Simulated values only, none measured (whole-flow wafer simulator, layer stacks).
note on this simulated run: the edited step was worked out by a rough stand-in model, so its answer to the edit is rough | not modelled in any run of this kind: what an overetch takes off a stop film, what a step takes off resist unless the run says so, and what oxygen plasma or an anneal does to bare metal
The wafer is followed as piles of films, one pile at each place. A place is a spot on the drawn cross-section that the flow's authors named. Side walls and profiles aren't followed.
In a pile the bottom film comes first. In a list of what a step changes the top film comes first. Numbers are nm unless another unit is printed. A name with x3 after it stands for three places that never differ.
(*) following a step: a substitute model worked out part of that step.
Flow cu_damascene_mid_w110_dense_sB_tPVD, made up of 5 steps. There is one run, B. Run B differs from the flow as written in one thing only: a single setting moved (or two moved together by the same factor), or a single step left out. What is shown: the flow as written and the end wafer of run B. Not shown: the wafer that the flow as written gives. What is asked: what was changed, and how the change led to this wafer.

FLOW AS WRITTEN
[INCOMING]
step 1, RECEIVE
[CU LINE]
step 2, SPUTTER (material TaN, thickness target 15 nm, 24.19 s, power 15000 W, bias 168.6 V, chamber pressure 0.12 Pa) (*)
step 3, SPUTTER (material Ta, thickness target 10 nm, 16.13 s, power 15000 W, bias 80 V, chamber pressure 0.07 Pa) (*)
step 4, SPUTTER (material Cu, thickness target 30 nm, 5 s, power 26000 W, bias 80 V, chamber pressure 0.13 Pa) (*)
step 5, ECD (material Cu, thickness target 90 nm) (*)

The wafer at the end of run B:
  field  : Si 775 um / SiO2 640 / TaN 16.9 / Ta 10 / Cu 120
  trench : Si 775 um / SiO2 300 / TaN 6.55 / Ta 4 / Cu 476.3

What caused this: step 2, SPUTTER: 28.73 s was run, while the flow as written has 24.19 s; step 2, SPUTTER: bias 200.2 V was run, where the flow has bias 168.6 V.

Step by step, how the change led to this:
  step 2, SPUTTER (material TaN, thickness target 15 nm, 24.19 s, power 15000 W, bias 168.6 V, chamber pressure 0.12 Pa) (*)
      field: +16.9 TaN (new film) (it would be, as written: +15 TaN (new film))
